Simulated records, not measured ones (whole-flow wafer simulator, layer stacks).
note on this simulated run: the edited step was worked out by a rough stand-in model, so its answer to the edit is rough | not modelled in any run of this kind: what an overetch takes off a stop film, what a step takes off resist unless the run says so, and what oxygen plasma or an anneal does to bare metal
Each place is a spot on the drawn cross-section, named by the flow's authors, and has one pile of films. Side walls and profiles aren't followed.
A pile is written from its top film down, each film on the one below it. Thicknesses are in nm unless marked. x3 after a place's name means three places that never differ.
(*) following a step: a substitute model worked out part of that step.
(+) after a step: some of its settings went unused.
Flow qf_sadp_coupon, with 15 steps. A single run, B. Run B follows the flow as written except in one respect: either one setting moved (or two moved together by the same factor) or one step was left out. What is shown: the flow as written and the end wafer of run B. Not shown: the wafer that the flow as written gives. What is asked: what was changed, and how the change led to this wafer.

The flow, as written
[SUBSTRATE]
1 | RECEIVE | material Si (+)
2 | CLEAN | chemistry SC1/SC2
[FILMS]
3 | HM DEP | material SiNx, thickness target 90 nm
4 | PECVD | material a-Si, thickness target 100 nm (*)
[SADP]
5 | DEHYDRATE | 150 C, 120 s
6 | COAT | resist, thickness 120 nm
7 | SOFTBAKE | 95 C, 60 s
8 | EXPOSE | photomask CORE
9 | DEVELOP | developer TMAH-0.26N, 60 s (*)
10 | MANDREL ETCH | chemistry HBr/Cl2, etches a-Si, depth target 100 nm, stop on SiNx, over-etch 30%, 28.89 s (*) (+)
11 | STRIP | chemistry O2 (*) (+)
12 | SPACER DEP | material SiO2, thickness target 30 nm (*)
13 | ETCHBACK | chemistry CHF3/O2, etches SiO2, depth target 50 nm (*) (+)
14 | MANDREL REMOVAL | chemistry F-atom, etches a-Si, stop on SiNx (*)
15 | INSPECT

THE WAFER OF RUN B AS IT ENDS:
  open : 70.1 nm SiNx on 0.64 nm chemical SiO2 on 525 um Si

What caused this: step 4, PECVD: thickness target 124 nm was run, though the flow has thickness target 100 nm.

Step by step, how the change led to this:
  4 | PECVD | material a-Si, thickness target 100 nm (*)
      m, open: +124 a-Si (new film) (it would be, as written: +100 a-Si (new film))
  10 | MANDREL ETCH | chemistry HBr/Cl2, etches a-Si, depth target 100 nm, stop on SiNx, over-etch 30%, 28.89 s (*) (+)
      open: -124 a-Si (all of it), -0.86 SiNx (it would be, as written: -100 a-Si (all of it), -4.29 SiNx)
  14 | MANDREL REMOVAL | chemistry F-atom, etches a-Si, stop on SiNx (*)
      m: -119.8 a-Si (all of it) (it would be, as written: -95.8 a-Si (all of it))
